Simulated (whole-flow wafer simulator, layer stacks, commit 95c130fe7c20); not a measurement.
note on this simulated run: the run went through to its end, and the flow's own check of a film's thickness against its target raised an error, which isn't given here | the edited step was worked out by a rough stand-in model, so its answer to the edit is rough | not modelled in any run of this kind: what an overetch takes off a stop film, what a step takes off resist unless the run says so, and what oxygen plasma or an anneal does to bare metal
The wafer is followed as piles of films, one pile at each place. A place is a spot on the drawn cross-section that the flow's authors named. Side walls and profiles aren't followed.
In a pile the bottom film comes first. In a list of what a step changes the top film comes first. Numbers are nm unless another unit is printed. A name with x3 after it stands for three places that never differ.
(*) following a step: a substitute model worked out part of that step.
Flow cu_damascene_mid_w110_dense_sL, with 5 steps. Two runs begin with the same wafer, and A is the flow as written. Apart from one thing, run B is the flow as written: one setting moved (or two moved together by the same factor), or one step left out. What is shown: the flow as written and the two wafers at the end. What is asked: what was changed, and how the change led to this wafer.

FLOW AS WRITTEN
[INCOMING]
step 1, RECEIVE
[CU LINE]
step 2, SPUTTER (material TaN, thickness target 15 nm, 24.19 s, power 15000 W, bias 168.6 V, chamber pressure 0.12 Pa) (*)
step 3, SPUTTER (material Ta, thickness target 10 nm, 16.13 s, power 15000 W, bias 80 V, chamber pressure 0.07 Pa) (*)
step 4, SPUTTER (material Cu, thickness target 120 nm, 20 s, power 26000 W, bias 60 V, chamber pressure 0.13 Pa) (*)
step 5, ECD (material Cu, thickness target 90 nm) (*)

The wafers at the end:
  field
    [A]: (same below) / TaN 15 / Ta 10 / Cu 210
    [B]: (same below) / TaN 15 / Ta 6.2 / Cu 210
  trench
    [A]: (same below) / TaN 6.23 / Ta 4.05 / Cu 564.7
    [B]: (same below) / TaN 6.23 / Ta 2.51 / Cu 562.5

What caused this: step 3, SPUTTER: thickness target 6.2 nm was run, while the flow as written has thickness target 10 nm; step 3, SPUTTER: 10.08 s was run, where the flow has 16.13 s.
One can read it off the wafer: field has Ta 6.2, and step 3 as written asks for 10 nm.

The path from the change to this, step by step:
  step 3, SPUTTER (material Ta, thickness target 10 nm, 16.13 s, power 15000 W, bias 80 V, chamber pressure 0.07 Pa) (*)
      field: A +10 Ta (new film) | B +6.2 Ta (new film)
      trench: A +4.05 Ta (new film) | B +2.51 Ta (new film)
